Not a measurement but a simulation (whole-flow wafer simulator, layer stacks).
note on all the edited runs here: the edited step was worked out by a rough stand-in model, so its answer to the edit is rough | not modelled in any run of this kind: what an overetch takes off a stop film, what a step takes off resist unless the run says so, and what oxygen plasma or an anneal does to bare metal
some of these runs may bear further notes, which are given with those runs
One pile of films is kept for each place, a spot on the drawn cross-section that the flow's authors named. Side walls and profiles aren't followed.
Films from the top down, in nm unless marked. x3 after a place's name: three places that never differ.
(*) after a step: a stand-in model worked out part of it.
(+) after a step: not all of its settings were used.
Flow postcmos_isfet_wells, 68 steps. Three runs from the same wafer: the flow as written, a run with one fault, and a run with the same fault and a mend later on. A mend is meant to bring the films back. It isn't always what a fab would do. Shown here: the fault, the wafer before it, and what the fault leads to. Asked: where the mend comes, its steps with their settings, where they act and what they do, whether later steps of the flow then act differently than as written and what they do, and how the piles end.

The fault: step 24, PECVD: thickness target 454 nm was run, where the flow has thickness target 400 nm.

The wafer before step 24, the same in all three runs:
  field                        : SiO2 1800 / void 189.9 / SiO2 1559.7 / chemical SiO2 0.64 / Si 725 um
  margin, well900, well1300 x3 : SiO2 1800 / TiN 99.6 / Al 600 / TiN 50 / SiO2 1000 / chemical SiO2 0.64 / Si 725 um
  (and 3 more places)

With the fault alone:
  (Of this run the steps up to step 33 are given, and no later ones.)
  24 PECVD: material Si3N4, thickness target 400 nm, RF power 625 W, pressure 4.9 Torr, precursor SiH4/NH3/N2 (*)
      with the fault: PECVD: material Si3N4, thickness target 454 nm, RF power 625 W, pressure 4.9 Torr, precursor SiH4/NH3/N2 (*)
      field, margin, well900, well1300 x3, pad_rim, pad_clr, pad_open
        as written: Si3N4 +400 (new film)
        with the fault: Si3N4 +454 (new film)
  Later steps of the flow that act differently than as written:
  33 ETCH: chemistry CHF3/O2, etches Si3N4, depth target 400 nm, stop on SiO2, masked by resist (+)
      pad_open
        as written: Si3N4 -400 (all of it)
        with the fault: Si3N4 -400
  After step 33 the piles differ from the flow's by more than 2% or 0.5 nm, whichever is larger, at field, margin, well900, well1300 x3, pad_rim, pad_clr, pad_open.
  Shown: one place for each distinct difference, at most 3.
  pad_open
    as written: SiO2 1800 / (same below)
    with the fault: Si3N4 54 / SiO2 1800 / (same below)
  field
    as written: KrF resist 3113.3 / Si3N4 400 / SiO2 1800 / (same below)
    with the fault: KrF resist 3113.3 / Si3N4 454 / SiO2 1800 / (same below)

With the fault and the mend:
  The mend comes after step 24.
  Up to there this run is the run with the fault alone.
  24a ETCH: chemistry h3po4, depth target 54 nm
      field, margin, well900, well1300 x3, pad_rim, pad_clr, pad_open
        Si3N4 -54
  No later step of the flow acts differently than as written at any place that is followed.
  At the end the piles are the same as the flow's at every place that both follow.
